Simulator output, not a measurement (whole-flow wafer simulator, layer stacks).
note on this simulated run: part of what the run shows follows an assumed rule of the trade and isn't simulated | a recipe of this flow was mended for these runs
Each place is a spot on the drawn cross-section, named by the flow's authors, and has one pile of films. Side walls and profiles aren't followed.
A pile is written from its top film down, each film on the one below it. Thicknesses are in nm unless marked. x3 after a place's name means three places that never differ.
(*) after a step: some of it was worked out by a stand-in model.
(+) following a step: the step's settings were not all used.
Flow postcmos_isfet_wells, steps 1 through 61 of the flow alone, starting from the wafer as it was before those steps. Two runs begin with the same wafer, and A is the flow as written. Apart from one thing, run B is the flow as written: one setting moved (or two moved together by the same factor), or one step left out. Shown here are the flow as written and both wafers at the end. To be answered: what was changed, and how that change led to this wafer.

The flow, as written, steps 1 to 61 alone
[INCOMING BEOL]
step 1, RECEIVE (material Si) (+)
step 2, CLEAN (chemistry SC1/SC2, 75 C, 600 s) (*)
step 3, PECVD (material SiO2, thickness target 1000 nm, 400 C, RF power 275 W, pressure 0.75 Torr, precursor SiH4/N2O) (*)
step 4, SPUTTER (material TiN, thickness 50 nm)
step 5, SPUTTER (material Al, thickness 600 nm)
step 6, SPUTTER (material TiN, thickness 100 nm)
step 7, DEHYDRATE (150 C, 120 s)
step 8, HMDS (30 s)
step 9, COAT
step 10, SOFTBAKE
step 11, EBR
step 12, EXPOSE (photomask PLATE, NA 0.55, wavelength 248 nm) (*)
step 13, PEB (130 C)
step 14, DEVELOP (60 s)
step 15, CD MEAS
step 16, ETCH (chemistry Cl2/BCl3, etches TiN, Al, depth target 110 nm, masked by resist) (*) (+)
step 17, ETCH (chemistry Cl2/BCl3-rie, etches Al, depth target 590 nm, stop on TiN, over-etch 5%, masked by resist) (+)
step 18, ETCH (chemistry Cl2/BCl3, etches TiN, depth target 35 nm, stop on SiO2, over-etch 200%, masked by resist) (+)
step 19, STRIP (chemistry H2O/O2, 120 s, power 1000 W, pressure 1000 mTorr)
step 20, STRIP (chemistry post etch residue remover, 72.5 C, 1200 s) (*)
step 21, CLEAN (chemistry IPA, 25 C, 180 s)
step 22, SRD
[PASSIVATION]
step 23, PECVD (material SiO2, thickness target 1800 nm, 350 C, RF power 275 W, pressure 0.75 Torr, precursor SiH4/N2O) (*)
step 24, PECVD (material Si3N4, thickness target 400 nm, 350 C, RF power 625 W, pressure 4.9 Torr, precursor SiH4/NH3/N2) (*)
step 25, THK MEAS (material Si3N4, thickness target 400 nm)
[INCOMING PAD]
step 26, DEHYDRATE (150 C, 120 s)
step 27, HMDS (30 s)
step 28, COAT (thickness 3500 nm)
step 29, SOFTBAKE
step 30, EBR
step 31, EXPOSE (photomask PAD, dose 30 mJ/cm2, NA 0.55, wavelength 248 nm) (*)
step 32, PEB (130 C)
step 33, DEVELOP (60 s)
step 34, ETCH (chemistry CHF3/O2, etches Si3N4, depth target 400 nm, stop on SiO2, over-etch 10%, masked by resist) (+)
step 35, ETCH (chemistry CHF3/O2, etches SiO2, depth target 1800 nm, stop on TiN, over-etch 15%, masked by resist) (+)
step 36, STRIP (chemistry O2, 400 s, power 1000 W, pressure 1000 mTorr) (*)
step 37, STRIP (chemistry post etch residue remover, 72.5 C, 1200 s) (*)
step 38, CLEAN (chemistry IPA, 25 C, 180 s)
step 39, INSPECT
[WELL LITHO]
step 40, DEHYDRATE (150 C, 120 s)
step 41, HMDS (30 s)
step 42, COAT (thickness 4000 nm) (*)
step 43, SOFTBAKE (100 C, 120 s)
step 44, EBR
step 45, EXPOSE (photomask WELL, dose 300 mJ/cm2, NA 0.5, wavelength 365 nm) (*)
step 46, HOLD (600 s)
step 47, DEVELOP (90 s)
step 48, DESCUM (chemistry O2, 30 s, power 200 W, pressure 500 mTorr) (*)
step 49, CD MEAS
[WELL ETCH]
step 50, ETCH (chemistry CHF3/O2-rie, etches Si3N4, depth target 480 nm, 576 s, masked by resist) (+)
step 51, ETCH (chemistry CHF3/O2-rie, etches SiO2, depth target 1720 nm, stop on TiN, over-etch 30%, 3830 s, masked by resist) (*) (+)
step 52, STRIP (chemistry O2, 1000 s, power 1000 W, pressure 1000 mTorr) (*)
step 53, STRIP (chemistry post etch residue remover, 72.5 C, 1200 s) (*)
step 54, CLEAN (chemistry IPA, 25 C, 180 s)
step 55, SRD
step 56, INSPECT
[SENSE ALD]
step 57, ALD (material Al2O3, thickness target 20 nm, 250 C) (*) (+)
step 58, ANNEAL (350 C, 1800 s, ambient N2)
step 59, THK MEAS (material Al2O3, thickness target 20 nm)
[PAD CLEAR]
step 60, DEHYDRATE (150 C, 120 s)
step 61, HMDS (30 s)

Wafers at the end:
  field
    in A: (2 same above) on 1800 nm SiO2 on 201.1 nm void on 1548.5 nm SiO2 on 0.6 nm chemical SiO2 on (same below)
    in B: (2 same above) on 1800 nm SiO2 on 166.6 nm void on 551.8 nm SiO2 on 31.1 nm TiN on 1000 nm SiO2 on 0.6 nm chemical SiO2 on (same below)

What caused this: step 18, ETCH: chemistry Cl2/BCl3, etches TiN, depth target 35 nm, stop on SiO2, over-etch 200%, masked by resist (+), was skipped.

How this came from the change, step by step:
  step 19, STRIP (chemistry H2O/O2, 120 s, power 1000 W, pressure 1000 mTorr)
      margin, well900, well1300, well2000, well3000, pad_rim, pad_clr, pad_open: A -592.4 thick-KrF-resist (all of it) | B -630.2 thick-KrF-resist (all of it)
  step 23, PECVD (material SiO2, thickness target 1800 nm, 350 C, RF power 275 W, pressure 0.75 Torr, precursor SiH4/N2O) (*)
      field: A +1800 SiO2 (new film), +201.1 void (new film), +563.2 SiO2 | B +1800 SiO2 (new film), +166.6 void (new film), +551.8 SiO2 (new film)
With metal films that touch counted as one body, field has 1 body; the flow as written gives 0 bodies.
